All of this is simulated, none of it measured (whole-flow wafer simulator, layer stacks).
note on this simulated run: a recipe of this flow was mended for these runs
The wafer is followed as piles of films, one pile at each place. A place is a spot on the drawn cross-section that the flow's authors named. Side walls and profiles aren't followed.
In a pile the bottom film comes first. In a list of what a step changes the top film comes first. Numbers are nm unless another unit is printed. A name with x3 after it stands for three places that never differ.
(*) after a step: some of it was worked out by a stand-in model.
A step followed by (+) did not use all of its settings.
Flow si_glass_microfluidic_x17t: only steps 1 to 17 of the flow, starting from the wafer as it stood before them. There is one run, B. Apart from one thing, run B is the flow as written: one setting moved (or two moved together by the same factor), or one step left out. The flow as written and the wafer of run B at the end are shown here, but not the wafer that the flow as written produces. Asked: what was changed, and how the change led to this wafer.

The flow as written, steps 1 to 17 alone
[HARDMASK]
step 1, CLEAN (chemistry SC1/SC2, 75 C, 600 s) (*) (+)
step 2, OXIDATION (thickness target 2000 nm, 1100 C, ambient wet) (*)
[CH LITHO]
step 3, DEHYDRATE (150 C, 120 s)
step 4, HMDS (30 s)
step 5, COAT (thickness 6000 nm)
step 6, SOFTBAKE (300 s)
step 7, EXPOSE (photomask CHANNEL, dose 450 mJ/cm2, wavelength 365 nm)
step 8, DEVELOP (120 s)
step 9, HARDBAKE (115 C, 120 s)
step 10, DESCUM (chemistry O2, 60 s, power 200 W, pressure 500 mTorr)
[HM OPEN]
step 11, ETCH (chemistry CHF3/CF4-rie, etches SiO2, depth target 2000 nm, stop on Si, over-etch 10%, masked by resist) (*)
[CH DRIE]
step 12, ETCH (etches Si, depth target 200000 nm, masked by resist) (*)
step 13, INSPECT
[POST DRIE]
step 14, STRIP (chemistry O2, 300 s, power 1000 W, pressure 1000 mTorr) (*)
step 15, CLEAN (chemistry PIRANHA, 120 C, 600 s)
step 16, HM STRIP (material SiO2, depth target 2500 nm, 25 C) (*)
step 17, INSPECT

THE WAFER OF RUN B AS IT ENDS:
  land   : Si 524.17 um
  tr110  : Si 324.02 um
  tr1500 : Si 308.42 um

What caused this: step 2, OXIDATION: 1077 C was run, though the flow has 1100 C.

Step by step, how the change led to this:
  step 2, OXIDATION (thickness target 2000 nm, 1100 C, ambient wet) (*)
      land, tr110, tr1500, tr15: SiO2 gains 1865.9 (new film), chemical SiO2 loses 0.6 (all of it), Si loses 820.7 (in the flow as written it would be: SiO2 gains 2000 (new film), chemical SiO2 loses 0.6 (all of it), Si loses 879.7)
  step 11, ETCH (chemistry CHF3/CF4-rie, etches SiO2, depth target 2000 nm, stop on Si, over-etch 10%, masked by resist) (*)
      tr110, tr1500, tr15: SiO2 loses 1865.9 (all of it), Si loses 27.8 (in the flow as written it would be: SiO2 loses 2000 (all of it), Si loses 16.7)
      land: thick-i-line-resist loses 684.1 (in the flow as written it would be: thick-i-line-resist loses 733.3)
  step 12, ETCH (etches Si, depth target 200000 nm, masked by resist) (*)
      tr1500: Si loses 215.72 um (in the flow as written it would be: Si loses 215.73 um)
      tr15: Si loses 150.02 um (in the flow as written it would be: Si loses 149.99 um)
  step 16, HM STRIP (material SiO2, depth target 2500 nm, 25 C) (*)
      land: SiO2 loses 1865.9 (all of it) (in the flow as written it would be: SiO2 loses 2000 (all of it))
